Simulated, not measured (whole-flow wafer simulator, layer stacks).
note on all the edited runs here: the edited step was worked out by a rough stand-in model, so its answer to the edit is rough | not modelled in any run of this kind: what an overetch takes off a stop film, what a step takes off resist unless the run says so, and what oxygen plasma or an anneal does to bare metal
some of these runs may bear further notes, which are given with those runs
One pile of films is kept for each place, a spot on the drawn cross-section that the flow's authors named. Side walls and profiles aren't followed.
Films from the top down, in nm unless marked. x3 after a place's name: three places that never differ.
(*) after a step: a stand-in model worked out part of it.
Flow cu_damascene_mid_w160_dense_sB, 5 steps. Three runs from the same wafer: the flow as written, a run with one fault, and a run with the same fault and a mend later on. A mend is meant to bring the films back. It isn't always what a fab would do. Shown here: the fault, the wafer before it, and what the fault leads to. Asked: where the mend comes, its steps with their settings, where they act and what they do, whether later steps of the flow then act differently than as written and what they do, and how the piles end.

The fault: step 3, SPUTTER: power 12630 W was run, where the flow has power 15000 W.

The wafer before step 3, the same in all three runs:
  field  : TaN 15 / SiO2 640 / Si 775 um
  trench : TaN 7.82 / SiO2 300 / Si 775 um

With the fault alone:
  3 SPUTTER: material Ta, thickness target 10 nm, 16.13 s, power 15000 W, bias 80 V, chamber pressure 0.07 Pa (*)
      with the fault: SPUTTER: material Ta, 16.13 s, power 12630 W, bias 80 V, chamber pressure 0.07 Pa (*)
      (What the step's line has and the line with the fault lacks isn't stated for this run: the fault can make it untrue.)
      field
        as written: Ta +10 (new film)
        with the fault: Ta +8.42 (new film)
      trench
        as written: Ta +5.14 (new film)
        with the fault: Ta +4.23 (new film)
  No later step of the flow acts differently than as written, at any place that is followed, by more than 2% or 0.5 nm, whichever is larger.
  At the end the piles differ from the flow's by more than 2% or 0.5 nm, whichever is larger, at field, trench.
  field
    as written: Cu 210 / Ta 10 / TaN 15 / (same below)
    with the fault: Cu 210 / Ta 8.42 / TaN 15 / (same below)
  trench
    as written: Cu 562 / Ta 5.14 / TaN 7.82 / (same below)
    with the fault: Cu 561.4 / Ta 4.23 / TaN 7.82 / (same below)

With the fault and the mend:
  The mend comes after step 3.
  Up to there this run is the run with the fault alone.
  3a SPUTTER: material Ta, thickness target 1.619 nm, 2.611 s, power 15000 W, bias 80 V, chamber pressure 0.07 Pa (*) (the flow's step 3 once more, with other settings)
      field
        Ta +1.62
      trench
        Ta +0.81
  No later step of the flow acts differently than as written, at any place that is followed, by more than 2% or 0.5 nm, whichever is larger.
  At the end the piles differ from the flow's only slightly at the places that both follow, by at most 2% or 0.5 nm, whichever is larger.
